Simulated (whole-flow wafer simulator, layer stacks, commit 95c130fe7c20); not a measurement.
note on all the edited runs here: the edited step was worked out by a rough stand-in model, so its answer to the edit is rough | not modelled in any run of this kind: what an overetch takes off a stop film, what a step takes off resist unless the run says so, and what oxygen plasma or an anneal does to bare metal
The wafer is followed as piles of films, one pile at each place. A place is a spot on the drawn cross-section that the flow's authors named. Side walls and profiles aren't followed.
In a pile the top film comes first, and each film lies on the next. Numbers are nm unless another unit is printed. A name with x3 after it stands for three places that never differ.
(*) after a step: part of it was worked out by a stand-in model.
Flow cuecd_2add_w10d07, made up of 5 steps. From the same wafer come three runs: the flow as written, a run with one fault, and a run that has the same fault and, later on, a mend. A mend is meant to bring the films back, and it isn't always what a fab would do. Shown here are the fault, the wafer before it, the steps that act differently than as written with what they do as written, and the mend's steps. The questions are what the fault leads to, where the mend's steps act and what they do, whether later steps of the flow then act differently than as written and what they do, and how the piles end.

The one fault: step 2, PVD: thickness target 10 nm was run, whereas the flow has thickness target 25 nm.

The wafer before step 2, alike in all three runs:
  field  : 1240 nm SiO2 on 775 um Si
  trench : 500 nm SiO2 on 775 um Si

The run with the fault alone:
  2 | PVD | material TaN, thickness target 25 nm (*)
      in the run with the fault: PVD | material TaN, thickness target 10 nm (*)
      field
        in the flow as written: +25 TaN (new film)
        in the run with the fault: +10 TaN (new film)
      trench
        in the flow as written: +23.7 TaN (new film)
        in the run with the fault: +9.46 TaN (new film)
  Every later step of the flow that is run acts as written at every place that is followed.
  The piles end different from the flow's at field, trench by more than 2% or 0.5 nm, whichever is larger.
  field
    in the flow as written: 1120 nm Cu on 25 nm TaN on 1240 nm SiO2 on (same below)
    in the run with the fault: 1120 nm Cu on 10 nm TaN on 1240 nm SiO2 on (same below)
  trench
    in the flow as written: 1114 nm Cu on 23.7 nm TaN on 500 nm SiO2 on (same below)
    in the run with the fault: 1114 nm Cu on 9.46 nm TaN on 500 nm SiO2 on (same below)

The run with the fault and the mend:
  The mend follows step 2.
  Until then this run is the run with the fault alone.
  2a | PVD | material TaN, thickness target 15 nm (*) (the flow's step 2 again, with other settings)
      field
        +15 TaN
      trench
        +14.2 TaN
  Every later step of the flow that is run acts as written at every place that is followed.
  By the end, the piles equal the flow's at every place that both follow.
